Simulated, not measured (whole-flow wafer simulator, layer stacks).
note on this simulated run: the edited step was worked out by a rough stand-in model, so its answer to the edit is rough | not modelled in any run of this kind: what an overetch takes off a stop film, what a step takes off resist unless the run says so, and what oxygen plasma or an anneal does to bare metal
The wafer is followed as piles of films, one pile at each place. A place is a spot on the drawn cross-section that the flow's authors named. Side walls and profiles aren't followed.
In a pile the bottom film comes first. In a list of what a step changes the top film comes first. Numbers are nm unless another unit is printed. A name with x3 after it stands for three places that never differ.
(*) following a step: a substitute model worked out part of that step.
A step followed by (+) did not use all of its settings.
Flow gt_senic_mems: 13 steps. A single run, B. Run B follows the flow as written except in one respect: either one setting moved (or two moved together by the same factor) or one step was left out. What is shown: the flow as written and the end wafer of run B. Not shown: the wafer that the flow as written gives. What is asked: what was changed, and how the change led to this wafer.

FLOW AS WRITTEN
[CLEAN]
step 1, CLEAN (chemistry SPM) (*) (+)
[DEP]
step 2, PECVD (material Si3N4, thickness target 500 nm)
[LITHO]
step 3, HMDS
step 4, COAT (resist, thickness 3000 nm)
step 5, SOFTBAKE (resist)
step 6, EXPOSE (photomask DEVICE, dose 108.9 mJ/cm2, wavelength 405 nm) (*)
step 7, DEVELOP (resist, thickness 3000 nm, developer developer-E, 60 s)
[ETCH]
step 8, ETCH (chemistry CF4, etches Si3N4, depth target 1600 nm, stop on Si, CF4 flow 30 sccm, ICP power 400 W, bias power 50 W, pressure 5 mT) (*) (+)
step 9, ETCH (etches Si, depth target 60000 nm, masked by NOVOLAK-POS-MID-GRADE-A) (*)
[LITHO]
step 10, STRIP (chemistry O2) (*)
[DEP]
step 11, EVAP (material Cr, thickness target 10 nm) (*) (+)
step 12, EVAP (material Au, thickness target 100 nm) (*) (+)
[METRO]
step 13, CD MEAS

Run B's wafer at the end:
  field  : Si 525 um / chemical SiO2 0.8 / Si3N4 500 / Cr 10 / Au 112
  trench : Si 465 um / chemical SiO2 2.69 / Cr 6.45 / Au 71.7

What caused this: step 12, EVAP: thickness target 112 nm was run, whereas the flow has thickness target 100 nm.
The wafer lets one read it off: field has Au 112, and step 12 as written asks for 100 nm.

The path from the change to this, step by step:
  step 12, EVAP (material Au, thickness target 100 nm) (*) (+)
      field: Au gains 112 (new film) (it would be, as written: Au gains 100 (new film))
      trench: Au gains 71.7 (new film) (it would be, as written: Au gains 64.1 (new film))
